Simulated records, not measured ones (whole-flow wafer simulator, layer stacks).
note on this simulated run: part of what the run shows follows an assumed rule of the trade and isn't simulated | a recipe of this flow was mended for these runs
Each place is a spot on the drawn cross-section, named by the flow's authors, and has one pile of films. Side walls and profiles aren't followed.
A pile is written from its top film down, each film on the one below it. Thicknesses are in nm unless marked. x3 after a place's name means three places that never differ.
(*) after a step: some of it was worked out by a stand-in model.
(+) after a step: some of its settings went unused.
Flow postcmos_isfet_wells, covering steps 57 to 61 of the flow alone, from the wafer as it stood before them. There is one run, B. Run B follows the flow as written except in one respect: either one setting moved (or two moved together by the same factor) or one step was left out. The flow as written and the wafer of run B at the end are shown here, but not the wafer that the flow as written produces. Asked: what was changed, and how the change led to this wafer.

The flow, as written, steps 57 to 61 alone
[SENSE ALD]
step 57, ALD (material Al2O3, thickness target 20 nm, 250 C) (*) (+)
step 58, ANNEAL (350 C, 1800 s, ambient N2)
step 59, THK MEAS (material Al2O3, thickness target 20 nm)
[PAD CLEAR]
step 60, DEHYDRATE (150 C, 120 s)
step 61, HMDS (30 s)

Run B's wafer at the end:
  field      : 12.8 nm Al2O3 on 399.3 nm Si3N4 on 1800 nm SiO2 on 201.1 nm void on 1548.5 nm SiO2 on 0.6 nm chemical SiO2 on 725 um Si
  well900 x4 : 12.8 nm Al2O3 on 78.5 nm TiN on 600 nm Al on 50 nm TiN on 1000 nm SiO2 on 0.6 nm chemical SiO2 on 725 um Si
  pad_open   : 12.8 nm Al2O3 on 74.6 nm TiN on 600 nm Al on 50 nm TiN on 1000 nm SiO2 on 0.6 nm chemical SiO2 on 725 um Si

Cause: step 57, ALD: thickness target 12.8 nm was run, whereas the flow has thickness target 20 nm.
One can read it off the wafer: field has Al2O3 12.8, and step 57 as written asks for 20 nm.

The path from the change to this, step by step:
  step 57, ALD (material Al2O3, thickness target 20 nm, 250 C) (*) (+)
      field, margin x3, well900 x4, pad_open: +12.8 Al2O3 (new film) (as written it would have been: +20 Al2O3 (new film))
